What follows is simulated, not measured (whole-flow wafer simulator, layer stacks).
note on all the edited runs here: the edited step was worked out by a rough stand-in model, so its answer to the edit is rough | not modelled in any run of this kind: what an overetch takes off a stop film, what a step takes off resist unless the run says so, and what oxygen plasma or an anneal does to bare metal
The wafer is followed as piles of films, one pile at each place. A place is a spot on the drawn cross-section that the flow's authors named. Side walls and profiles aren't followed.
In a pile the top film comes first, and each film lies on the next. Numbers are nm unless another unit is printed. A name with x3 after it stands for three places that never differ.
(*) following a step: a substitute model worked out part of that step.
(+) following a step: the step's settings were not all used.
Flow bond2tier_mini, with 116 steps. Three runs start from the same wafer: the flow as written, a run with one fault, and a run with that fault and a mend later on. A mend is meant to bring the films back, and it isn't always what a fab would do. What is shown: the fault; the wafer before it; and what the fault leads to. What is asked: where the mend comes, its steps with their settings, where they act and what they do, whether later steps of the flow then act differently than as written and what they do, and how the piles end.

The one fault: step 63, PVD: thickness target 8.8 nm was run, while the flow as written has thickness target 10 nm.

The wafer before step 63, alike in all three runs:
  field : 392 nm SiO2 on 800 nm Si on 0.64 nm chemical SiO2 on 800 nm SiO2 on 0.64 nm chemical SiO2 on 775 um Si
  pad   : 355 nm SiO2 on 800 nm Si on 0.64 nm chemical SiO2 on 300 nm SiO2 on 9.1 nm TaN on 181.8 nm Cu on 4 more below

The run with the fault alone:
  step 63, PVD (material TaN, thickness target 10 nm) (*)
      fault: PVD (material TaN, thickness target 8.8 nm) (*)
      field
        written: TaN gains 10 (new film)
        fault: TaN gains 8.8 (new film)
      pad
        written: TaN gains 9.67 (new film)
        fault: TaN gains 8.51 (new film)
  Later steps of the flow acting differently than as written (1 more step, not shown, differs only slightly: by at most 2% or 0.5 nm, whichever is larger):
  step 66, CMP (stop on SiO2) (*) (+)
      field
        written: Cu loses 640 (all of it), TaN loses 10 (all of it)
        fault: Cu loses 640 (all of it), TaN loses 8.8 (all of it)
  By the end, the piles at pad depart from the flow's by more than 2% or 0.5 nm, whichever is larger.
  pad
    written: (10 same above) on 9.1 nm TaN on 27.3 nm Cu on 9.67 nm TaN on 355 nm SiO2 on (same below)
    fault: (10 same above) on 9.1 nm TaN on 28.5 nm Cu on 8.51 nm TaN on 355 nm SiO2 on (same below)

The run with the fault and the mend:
  The mend stands after step 63.
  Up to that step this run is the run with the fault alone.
  step 63a, PVD (material TaN, thickness target 1.2 nm) (*) (a further turn of the flow's step 63, with different settings)
      field
        TaN gains 1.2
      pad
        TaN gains 1.16
  Later steps of the flow that are run all act as written at every place that is followed.
  At every place that both follow, the piles at the end match the flow's.
